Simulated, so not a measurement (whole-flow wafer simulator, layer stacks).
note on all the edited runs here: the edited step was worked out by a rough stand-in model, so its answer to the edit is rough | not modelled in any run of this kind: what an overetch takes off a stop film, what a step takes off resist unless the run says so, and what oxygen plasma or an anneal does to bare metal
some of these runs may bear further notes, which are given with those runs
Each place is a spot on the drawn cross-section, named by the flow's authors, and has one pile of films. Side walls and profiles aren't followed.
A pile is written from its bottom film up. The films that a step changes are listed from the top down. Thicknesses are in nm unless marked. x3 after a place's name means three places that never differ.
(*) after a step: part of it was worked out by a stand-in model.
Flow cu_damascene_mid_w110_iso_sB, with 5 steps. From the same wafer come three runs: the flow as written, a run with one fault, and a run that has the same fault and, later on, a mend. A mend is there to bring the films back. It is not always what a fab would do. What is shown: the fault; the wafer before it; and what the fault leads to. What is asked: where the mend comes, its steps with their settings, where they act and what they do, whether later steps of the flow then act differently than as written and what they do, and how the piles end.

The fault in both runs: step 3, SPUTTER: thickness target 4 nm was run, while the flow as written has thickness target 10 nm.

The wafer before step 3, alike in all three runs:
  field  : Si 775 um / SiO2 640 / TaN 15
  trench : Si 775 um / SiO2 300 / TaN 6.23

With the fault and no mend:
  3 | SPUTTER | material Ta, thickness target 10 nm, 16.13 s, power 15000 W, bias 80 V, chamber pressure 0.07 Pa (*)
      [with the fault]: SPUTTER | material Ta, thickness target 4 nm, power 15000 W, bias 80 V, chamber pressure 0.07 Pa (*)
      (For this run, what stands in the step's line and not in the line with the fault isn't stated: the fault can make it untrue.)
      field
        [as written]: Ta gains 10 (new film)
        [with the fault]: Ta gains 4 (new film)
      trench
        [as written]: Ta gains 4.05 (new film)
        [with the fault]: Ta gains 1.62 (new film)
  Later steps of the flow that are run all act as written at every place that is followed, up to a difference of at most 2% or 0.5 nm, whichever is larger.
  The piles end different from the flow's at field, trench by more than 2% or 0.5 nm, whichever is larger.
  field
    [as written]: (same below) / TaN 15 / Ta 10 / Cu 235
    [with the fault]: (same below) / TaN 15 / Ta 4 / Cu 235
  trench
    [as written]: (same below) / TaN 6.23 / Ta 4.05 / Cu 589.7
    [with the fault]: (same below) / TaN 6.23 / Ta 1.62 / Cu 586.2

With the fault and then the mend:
  The mend follows step 3.
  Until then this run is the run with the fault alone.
  3a | SPUTTER | material Ta, thickness target 6 nm, power 15000 W, bias 80 V, chamber pressure 0.07 Pa (*) (a further turn of the flow's step 3, with different settings)
      field
        Ta gains 6
      trench
        Ta gains 2.39
  Later steps of the flow that are run all act as written at every place that is followed.
  The piles end only slightly different from the flow's at the places that both follow, by no more than 2% or 0.5 nm, whichever is larger.
